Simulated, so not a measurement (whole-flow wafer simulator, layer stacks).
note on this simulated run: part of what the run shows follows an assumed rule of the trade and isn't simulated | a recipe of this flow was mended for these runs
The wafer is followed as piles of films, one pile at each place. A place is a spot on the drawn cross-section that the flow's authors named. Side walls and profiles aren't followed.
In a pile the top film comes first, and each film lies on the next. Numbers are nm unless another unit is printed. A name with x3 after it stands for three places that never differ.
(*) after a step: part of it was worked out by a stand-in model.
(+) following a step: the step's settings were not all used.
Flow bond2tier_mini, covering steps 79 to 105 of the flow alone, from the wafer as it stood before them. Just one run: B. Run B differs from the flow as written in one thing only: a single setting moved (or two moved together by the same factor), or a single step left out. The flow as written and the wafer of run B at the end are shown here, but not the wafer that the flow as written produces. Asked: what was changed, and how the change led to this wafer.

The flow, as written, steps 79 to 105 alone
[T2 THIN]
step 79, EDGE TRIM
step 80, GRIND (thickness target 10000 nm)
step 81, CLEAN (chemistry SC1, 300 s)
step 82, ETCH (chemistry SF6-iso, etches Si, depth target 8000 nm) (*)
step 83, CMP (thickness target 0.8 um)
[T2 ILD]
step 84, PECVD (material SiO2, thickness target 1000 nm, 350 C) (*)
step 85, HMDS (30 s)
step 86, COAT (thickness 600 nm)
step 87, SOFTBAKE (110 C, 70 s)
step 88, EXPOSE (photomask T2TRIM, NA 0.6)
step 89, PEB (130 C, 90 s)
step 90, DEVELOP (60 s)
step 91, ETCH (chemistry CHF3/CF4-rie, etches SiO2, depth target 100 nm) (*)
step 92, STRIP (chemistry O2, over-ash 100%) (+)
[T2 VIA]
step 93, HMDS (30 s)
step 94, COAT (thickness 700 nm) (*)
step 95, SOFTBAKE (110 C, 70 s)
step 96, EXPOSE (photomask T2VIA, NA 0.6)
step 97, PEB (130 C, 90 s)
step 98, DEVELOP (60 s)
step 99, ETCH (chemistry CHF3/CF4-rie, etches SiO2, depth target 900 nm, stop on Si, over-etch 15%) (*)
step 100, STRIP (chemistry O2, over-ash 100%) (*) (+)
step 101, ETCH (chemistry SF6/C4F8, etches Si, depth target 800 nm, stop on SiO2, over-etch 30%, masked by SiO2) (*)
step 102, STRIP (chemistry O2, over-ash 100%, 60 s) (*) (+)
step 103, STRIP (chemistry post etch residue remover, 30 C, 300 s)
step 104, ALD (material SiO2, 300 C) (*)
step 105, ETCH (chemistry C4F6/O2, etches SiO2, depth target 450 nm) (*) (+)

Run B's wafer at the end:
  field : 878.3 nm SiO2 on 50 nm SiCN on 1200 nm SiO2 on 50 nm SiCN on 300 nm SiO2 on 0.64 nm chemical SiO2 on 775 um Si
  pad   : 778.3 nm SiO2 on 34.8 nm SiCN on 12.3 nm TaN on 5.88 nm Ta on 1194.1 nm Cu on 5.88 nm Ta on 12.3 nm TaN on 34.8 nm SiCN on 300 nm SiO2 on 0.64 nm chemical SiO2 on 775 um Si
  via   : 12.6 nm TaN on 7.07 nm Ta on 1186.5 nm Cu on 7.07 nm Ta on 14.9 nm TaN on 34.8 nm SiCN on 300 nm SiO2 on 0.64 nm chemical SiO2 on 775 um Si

What caused this: step 80, GRIND: thickness target 6003 nm was run, though the flow has thickness target 10000 nm.

The path from the change to this, step by step:
  step 80, GRIND (thickness target 10000 nm)
      field, pad, via: Si loses 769 um (it would be, as written: Si loses 765 um)
  step 82, ETCH (chemistry SF6-iso, etches Si, depth target 8000 nm) (*)
      field, pad, via: chemical SiO2 loses 0.6 (all of it), Si loses 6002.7 (all of it), chemical SiO2 loses 0.64 (all of it), SiO2 loses 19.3 (it would be, as written: chemical SiO2 loses 0.6 (all of it), Si loses 8000)
  step 83, CMP (thickness target 0.8 um)
      field, pad, via: nothing (it would be, as written: Si loses 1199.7)
  step 84, PECVD (material SiO2, thickness target 1000 nm, 350 C) (*)
      field, pad, via: SiO2 gains 1000 (it would be, as written: SiO2 gains 1000 (new film))
  step 99, ETCH (chemistry CHF3/CF4-rie, etches SiO2, depth target 900 nm, stop on Si, over-etch 15%) (*)
      via: SiO2 loses 1035 (it would be, as written: SiO2 loses 900 (all of it), Si loses 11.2)
  step 101, ETCH (chemistry SF6/C4F8, etches Si, depth target 800 nm, stop on SiO2, over-etch 30%, masked by SiO2) (*)
      via: SiO2 loses 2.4 (it would be, as written: Si loses 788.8 (all of it), chemical SiO2 loses 0.64 (all of it), SiO2 loses 1.87)
      field, pad: SiO2 loses 2.4 (it would be, as written: SiO2 loses 10.3)
  step 105, ETCH (chemistry C4F6/O2, etches SiO2, depth target 450 nm) (*) (+)
      via: SiO2 loses 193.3 (all of it), SiCN loses 34.8 (all of it), TaN loses 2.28 (it would be, as written: SiO2 loses 348.1 (all of it), SiCN loses 17.2)
